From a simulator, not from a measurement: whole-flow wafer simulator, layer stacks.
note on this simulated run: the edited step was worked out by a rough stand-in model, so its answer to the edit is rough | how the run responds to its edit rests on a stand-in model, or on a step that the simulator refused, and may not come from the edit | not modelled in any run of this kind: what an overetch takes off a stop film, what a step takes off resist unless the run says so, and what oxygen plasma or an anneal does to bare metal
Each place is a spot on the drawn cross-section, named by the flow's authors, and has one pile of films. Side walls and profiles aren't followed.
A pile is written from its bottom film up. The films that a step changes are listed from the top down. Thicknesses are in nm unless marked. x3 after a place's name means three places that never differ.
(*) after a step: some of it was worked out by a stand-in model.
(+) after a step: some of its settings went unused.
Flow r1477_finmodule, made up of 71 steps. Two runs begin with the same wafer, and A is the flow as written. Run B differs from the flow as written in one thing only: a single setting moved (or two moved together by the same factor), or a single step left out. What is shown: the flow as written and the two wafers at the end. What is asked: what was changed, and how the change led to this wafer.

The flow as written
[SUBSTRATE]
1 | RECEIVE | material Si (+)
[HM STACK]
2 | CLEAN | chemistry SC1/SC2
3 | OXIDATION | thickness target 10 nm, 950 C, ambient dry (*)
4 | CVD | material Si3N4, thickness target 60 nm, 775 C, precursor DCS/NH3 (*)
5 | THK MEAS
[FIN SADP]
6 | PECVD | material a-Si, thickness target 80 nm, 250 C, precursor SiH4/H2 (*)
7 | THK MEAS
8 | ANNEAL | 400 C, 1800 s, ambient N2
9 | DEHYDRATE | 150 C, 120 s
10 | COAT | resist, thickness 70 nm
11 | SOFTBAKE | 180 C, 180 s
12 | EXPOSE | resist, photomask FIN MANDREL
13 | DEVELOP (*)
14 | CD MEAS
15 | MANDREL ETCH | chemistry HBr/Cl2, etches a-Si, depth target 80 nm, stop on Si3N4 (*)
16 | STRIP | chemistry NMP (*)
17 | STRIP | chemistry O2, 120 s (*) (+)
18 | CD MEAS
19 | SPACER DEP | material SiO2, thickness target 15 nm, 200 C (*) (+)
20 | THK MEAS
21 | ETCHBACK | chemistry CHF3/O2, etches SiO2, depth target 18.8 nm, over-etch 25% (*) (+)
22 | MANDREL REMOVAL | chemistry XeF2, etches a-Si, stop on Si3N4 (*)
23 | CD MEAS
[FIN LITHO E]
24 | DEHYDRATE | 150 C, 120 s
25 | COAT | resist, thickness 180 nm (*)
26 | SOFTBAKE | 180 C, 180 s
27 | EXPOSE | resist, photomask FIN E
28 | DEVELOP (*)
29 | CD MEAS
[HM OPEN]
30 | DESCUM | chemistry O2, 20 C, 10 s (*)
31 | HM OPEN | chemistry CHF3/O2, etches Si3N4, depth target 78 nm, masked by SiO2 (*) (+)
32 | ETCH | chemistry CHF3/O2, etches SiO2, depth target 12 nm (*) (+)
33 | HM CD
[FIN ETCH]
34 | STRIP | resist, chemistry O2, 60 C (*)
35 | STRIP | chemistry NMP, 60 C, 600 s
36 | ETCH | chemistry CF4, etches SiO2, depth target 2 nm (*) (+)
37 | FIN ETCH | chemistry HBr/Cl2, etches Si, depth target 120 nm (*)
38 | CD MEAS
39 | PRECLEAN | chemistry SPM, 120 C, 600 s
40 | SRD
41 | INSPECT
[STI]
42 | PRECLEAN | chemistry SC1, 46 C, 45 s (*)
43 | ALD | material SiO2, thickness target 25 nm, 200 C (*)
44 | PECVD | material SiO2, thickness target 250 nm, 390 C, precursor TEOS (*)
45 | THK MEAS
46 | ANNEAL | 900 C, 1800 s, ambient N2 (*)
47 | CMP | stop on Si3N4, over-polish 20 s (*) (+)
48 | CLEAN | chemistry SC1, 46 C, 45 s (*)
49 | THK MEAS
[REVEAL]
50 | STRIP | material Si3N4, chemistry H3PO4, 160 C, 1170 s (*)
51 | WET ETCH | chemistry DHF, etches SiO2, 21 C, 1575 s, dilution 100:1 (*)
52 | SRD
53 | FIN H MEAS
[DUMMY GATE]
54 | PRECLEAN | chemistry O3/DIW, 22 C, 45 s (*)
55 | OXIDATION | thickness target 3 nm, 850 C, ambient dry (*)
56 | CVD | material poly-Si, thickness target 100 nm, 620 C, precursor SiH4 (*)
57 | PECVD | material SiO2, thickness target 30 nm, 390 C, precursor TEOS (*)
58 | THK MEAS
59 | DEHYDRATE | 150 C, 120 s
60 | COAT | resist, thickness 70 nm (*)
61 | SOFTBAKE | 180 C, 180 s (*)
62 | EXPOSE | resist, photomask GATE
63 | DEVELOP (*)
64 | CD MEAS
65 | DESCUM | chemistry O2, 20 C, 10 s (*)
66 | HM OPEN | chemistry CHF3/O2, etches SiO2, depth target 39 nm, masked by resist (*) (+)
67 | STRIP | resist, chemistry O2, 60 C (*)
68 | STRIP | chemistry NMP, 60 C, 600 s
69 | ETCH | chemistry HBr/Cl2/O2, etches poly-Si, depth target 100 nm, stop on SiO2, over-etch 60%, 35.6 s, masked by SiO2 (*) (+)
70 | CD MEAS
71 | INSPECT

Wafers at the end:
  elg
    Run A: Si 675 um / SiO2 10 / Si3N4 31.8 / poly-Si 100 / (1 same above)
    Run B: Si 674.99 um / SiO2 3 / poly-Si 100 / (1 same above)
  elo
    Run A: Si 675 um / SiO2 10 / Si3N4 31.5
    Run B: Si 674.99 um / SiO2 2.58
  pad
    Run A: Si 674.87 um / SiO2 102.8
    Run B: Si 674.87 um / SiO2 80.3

Cause: step 6, PECVD: thickness target 45.6 nm was run, though the flow has thickness target 80 nm.

How this came from the change, step by step:
  6 | PECVD | material a-Si, thickness target 80 nm, 250 C, precursor SiH4/H2 (*)
      pad, padg, elg and 33 more: A a-Si gains 80 (new film) | B a-Si gains 45.6 (new film)
  15 | MANDREL ETCH | chemistry HBr/Cl2, etches a-Si, depth target 80 nm, stop on Si3N4 (*)
      pad, padg, elg and 27 more: A a-Si loses 80 (all of it) | B a-Si loses 45.6 (all of it)
      s40cg, s45cg, s50cg, s40co, s45co, s50co: A resist loses 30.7 | B resist loses 26.2
  16 | STRIP | chemistry NMP (*)
      s40cg, s45cg, s50cg, s40co, s45co, s50co: A resist loses 39.3 (all of it) | B resist loses 43.8 (all of it)
  21 | ETCHBACK | chemistry CHF3/O2, etches SiO2, depth target 18.8 nm, over-etch 25% (*) (+)
      s40sg_line, s45sg_line, s50sg_line, s40so_line, s45so_line, s50so_line: A SiO2 gains 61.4 | B SiO2 gains 27
  22 | MANDREL REMOVAL | chemistry XeF2, etches a-Si, stop on Si3N4 (*)
      s40cg, s45cg, s50cg, s40co, s45co, s50co: A a-Si loses 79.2 (all of it) | B a-Si loses 44.8 (all of it)
  25 | COAT | resist, thickness 180 nm (*)
      s40cg, s40co: A resist gains 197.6 (new film) | B resist gains 189 (new film)
      s40sg, s40so: A resist gains 201.2 (new film) | B resist gains 192.6 (new film)
      (and at 14 other places as well)
  28 | DEVELOP (*)
      s40cg, s40co: A resist loses 197.6 (all of it) | B resist loses 189 (all of it)
      s40sg, s40so: A resist loses 201.2 (all of it) | B resist loses 192.6 (all of it)
      (and at 14 other places as well)
  32 | ETCH | chemistry CHF3/O2, etches SiO2, depth target 12 nm (*) (+)
      s40sg_line, s45sg_line, s50sg_line, s40so_line, s45so_line, s50so_line: A SiO2 loses 12 | B SiO2 loses 3 (all of it)
      pad, padg, e40sg and 11 more: A Si loses 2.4 | B Si loses 0.6
      (and at 16 other places as well)
  34 | STRIP | resist, chemistry O2, 60 C (*)
      elg, e40lg, e100lg, e200lg, elo, e40lo, e100lo, e200lo: A resist loses 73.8 (all of it) | B resist loses 82.4 (all of it)
  36 | ETCH | chemistry CF4, etches SiO2, depth target 2 nm (*) (+)
      elg, e40lg, e100lg, e200lg, elo, e40lo, e100lo, e200lo: A Si3N4 loses 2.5 | B nothing
      s40sg_line, s45sg_line, s50sg_line, s40so_line, s45so_line, s50so_line: A SiO2 loses 2 | B nothing
  37 | FIN ETCH | chemistry HBr/Cl2, etches Si, depth target 120 nm (*)
      s40sg_line, s45sg_line, s50sg_line, s40so_line, s45so_line, s50so_line: A SiO2 loses 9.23 | B Si3N4 loses 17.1
  43 | ALD | material SiO2, thickness target 25 nm, 200 C (*)
      s40sg_line, s45sg_line, s50sg_line, s40so_line, s45so_line, s50so_line: A SiO2 gains 25 | B SiO2 gains 25 (new film)
      s40cg, s45cg, s50cg, s40co, s45co, s50co: A SiO2 gains 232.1 (new film) | B SiO2 gains 199 (new film)
  47 | CMP | stop on Si3N4, over-polish 20 s (*) (+)
      elg, e40lg, e100lg, e200lg, elo, e40lo, e100lo, e200lo: A SiO2 loses 241.6 | B SiO2 loses 263.8 (all of it), Si3N4 loses 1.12
      pad, padg, e40sg and 11 more: A SiO2 loses 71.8 | B SiO2 loses 94.3
      (and at 14 other places as well)
  50 | STRIP | material Si3N4, chemistry H3PO4, 160 C, 1170 s (*)
      elg, e40lg, e100lg, e200lg, elo, e40lo, e100lo, e200lo: A SiO2 loses 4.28 | B Si3N4 loses 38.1 (all of it), SiO2 loses 2.02
      s40sg_line, s45sg_line, s50sg_line, s40so_line, s45so_line, s50so_line: A Si3N4 loses 58.9 (all of it), SiO2 loses 1.37 | B Si3N4 loses 38.1 (all of it), SiO2 loses 2.02
  51 | WET ETCH | chemistry DHF, etches SiO2, 21 C, 1575 s, dilution 100:1 (*)
      elg, e40lg, e100lg, e200lg, elo, e40lo, e100lo, e200lo: A SiO2 loses 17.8 (all of it), Si3N4 loses 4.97 | B SiO2 loses 7.98 (all of it)
      s40sg_line, s45sg_line, s50sg_line, s40so_line, s45so_line, s50so_line: A SiO2 loses 8.63 (all of it) | B SiO2 loses 7.98 (all of it)
  54 | PRECLEAN | chemistry O3/DIW, 22 C, 45 s (*)
      elg, e40lg, e100lg, e200lg, elo, e40lo, e100lo, e200lo: A nothing | B chemical SiO2 gains 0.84 (new film), Si loses 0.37
  ... 5 further steps ...
  69 | ETCH | chemistry HBr/Cl2/O2, etches poly-Si, depth target 100 nm, stop on SiO2, over-etch 60%, 35.6 s, masked by SiO2 (*) (+)
      s40co: A chemical SiO2 loses 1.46 (all of it), poly-Si loses 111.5 (all of it), SiO2 loses 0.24 | B chemical SiO2 loses 1.36 (all of it), poly-Si loses 134.3 (all of it), SiO2 loses 0.13
      s45co: A chemical SiO2 loses 1.46 (all of it), poly-Si loses 110.9 (all of it), SiO2 loses 0.25 | B chemical SiO2 loses 1.36 (all of it), poly-Si loses 134.3 (all of it), SiO2 loses 0.13
      (and at 1 other place as well)
